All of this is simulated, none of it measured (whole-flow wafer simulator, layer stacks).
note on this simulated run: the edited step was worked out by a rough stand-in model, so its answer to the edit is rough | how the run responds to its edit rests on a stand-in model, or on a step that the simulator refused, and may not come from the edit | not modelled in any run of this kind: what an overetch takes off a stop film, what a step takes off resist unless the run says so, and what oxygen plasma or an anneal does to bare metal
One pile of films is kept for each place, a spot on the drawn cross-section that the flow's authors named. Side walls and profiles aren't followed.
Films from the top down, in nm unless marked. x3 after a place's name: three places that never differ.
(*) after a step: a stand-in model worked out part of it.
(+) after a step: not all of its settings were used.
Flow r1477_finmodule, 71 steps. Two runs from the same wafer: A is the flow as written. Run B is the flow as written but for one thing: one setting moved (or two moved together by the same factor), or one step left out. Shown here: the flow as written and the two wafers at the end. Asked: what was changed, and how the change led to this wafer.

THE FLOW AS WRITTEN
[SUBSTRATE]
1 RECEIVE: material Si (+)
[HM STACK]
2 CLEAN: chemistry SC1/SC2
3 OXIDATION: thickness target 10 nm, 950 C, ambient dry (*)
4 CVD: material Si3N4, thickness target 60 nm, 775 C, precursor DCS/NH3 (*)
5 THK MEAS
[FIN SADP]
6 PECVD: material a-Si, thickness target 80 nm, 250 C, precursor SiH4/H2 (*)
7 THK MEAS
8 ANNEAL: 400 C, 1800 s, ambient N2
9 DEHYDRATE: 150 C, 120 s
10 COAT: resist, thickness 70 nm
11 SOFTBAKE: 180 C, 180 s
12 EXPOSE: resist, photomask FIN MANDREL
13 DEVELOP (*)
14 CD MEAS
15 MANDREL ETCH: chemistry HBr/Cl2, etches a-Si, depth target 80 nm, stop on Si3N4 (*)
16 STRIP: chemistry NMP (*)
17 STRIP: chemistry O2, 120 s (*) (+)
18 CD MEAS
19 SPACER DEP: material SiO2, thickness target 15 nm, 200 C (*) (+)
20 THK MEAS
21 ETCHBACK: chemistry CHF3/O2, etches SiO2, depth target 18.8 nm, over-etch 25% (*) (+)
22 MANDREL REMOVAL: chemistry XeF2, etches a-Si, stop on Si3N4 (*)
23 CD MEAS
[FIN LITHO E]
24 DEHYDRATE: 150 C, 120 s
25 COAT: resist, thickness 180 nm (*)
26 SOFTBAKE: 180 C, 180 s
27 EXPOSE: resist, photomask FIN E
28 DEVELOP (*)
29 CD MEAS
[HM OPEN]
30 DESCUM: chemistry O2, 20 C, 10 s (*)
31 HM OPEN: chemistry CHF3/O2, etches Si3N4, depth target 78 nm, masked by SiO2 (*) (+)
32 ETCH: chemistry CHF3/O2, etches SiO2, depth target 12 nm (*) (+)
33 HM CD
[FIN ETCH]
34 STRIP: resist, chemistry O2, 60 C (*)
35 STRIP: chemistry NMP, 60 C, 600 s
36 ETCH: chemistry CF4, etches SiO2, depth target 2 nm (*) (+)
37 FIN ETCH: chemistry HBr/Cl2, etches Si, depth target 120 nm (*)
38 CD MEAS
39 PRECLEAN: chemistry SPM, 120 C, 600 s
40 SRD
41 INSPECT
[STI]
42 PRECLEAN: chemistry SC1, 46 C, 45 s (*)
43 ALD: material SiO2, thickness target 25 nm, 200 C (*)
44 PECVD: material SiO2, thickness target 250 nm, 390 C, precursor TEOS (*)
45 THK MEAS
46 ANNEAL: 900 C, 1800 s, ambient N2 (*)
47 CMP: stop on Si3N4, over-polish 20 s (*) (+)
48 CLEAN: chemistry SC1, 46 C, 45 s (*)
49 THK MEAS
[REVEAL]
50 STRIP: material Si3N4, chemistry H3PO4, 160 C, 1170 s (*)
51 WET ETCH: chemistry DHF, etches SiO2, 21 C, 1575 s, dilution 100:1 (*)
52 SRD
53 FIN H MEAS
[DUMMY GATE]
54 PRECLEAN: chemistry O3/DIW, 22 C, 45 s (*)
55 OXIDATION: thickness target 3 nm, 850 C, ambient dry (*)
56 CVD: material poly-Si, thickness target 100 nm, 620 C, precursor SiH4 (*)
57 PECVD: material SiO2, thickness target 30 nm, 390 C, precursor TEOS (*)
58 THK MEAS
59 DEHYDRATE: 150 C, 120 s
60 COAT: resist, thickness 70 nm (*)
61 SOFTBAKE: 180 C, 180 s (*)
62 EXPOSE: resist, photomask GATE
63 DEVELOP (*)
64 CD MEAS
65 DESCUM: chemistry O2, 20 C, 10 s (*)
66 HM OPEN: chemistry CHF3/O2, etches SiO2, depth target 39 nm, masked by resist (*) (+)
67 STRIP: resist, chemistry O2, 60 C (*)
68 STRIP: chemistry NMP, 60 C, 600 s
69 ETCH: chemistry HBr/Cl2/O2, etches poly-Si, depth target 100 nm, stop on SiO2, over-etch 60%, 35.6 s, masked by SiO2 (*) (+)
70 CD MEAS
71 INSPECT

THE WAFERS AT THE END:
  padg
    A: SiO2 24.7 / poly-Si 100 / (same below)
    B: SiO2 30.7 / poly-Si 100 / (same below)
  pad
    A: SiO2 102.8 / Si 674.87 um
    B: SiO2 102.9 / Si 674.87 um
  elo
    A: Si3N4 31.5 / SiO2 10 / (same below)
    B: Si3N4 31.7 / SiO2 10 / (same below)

The cause: step 57, PECVD: thickness target 36 nm was run, where the flow has thickness target 30 nm.

How the change led to this, step by step:
  57 PECVD: material SiO2, thickness target 30 nm, 390 C, precursor TEOS (*)
      pad, padg, elg and 33 more: A SiO2 +30 (new film) | B SiO2 +36 (new film)
  66 HM OPEN: chemistry CHF3/O2, etches SiO2, depth target 39 nm, masked by resist (*) (+)
      pad, elo, eso and 15 more: A SiO2 -30 (all of it), poly-Si -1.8 | B SiO2 -36 (all of it), poly-Si -0.6
